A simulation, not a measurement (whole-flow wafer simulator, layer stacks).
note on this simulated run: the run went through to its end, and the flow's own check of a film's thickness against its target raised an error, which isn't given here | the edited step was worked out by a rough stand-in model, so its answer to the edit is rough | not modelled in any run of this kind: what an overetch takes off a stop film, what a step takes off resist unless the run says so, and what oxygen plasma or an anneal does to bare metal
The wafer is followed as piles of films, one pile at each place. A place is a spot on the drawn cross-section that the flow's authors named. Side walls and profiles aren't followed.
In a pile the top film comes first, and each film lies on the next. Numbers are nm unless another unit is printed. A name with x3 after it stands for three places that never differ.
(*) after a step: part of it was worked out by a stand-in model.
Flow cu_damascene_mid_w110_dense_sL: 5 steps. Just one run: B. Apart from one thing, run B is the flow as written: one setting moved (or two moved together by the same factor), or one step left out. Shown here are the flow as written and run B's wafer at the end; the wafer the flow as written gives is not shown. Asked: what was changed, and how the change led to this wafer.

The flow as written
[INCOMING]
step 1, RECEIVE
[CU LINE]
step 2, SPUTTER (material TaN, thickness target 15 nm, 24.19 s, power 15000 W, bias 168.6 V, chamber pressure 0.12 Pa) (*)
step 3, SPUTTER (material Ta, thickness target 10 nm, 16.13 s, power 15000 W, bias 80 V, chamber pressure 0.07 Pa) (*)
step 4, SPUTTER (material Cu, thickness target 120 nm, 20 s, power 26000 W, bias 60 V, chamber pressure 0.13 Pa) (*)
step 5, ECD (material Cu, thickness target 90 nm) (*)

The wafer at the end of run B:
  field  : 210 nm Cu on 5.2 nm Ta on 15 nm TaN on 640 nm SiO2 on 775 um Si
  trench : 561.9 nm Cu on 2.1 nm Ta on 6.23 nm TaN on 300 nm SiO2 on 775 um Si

Cause: step 3, SPUTTER: thickness target 5.2 nm was run, though the flow has thickness target 10 nm; step 3, SPUTTER: 8.47 s was run, where the flow has 16.13 s.
The wafer itself shows it: field has Ta 5.2, and step 3 as written asks for 10 nm.

How this came from the change, step by step:
  step 3, SPUTTER (material Ta, thickness target 10 nm, 16.13 s, power 15000 W, bias 80 V, chamber pressure 0.07 Pa) (*)
      field: Ta gains 5.2 (new film) (as written it would have been: Ta gains 10 (new film))
      trench: Ta gains 2.1 (new film) (as written it would have been: Ta gains 4.05 (new film))
